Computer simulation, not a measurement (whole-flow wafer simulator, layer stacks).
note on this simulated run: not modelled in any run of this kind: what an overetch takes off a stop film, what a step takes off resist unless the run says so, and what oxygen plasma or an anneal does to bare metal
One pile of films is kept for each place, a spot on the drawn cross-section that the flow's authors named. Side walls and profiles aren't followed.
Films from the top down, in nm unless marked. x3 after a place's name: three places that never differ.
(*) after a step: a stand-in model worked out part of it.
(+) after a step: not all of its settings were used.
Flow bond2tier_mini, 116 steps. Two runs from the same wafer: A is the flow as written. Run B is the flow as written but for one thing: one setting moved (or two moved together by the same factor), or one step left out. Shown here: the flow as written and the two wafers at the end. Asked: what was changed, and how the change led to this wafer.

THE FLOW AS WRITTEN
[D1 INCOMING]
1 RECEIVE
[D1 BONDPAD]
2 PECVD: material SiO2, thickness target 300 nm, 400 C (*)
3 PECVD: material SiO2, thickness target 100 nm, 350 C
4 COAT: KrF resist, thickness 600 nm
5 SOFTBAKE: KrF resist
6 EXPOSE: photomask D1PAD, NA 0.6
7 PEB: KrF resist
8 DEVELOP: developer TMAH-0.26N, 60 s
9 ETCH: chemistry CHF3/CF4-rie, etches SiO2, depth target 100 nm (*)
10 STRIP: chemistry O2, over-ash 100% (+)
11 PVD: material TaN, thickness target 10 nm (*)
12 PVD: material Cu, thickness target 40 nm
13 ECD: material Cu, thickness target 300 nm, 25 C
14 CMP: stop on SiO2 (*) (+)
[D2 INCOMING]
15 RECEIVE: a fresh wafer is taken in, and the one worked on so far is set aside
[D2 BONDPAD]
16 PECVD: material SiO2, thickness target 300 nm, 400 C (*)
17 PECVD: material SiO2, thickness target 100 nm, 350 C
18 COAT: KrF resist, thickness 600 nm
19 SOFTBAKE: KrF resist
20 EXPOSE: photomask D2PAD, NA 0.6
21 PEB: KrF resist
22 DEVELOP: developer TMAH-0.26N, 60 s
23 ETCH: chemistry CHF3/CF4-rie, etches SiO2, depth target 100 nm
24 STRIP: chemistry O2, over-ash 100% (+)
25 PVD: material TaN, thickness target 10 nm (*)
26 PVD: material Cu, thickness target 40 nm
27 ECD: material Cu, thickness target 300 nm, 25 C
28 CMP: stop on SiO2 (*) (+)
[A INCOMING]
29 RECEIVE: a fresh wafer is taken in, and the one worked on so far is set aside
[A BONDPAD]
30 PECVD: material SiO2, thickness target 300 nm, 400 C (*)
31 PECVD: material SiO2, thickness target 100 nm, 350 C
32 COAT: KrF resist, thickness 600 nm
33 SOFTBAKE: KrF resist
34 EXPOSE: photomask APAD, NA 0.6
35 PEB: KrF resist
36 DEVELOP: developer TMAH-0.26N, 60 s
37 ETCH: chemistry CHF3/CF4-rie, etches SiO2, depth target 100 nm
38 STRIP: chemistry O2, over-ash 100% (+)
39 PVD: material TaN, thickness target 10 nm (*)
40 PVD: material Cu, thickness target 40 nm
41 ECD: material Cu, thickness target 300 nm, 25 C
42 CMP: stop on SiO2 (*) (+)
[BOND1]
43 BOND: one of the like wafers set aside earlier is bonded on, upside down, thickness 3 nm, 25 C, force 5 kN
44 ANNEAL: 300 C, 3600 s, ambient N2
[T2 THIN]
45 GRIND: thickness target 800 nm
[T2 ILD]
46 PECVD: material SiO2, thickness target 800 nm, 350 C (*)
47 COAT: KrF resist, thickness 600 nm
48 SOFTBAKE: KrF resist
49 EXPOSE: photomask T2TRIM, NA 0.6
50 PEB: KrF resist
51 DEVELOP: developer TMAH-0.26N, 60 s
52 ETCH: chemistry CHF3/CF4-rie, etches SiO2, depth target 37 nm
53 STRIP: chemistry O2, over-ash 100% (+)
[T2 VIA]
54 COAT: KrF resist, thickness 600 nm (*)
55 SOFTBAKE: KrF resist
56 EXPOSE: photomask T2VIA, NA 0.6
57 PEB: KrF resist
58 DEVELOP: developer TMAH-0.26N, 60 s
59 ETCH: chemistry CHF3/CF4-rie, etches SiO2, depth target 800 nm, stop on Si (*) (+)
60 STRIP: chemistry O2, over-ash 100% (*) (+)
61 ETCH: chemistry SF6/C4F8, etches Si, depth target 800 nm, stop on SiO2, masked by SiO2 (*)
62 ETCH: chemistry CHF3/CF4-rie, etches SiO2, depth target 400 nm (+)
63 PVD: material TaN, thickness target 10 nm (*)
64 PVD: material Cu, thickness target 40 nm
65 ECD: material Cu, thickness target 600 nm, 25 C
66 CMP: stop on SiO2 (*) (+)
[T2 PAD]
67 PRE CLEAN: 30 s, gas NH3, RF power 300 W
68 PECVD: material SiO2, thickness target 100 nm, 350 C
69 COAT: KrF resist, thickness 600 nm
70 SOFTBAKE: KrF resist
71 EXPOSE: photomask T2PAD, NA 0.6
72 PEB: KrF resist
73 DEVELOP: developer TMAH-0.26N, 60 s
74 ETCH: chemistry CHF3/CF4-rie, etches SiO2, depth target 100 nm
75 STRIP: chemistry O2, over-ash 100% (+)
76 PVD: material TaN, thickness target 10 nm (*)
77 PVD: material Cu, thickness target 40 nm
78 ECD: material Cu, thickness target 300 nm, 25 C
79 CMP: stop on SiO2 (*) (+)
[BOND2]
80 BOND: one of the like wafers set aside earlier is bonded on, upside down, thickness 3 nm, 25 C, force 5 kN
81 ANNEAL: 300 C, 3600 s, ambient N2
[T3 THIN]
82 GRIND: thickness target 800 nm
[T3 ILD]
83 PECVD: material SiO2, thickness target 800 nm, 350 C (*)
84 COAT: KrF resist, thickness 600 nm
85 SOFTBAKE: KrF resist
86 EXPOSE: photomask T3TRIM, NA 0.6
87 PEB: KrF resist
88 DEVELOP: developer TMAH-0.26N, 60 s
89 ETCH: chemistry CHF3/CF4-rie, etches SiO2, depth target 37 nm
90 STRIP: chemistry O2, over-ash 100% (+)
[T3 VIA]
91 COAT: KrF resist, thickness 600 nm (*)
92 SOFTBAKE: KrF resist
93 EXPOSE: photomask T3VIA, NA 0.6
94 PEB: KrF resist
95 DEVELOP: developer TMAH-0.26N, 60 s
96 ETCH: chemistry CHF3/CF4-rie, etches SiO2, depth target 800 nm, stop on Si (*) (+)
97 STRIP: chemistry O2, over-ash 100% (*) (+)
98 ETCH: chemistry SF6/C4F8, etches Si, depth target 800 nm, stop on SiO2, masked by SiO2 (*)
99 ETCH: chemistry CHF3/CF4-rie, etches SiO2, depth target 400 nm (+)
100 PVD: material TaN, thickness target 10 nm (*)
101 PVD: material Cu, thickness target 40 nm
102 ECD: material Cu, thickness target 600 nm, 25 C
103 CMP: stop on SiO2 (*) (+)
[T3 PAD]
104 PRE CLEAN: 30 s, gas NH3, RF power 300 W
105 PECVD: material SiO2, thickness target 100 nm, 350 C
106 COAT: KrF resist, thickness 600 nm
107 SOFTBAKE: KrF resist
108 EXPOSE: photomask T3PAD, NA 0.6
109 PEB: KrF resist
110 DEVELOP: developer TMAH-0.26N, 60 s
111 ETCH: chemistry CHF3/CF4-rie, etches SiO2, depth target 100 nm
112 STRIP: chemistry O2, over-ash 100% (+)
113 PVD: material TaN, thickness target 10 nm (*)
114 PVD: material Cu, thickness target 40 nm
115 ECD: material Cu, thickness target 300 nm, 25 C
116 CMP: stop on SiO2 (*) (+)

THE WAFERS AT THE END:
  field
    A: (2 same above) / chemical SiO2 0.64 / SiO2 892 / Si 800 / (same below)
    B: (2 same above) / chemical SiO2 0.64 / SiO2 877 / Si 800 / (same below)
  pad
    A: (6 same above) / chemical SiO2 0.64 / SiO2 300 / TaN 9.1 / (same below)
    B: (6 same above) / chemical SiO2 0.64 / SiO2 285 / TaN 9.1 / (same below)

The cause: step 17, PECVD: thickness target 85 nm was run, where the flow has thickness target 100 nm.

How the change led to this, step by step:
  17 PECVD: material SiO2, thickness target 100 nm, 350 C
      field, pad, via: A SiO2 +100 | B SiO2 +85
  80 BOND: one of the like wafers set aside earlier is bonded on, upside down, thickness 3 nm, 25 C, force 5 kN
      field: A Si +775 um (new film), chemical SiO2 +0.64 (new film), SiO2 +400 | B Si +775 um (new film), chemical SiO2 +0.64 (new film), SiO2 +385
      pad: A Si +775 um (new film), chemical SiO2 +0.64 (new film), SiO2 +300 (new film), TaN +9.1 (new film), Cu +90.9 | B Si +775 um (new film), chemical SiO2 +0.64 (new film), SiO2 +285 (new film), TaN +9.1 (new film), Cu +90.9
